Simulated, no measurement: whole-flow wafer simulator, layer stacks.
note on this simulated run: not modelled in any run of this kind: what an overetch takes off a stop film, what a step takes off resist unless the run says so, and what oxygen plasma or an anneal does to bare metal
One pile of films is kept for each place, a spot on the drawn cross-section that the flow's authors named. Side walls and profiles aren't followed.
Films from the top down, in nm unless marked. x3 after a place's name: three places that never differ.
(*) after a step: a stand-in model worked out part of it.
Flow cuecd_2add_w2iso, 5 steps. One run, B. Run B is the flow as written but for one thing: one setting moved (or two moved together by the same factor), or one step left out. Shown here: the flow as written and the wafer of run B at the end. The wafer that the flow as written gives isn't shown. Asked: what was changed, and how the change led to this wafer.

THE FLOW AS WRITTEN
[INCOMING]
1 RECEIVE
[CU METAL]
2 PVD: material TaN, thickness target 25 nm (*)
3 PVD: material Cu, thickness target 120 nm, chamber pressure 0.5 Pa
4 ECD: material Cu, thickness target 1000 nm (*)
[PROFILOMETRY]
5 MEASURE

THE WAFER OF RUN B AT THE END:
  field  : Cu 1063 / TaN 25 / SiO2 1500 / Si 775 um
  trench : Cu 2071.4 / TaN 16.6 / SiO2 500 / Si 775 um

The cause: step 3, PVD: thickness target 63 nm was run, where the flow has thickness target 120 nm.

How the change led to this, step by step:
  3 PVD: material Cu, thickness target 120 nm, chamber pressure 0.5 Pa
      field: Cu +63 (new film) (as written it would be: Cu +120 (new film))
      trench: Cu +42.6 (new film) (as written it would be: Cu +80.8 (new film))
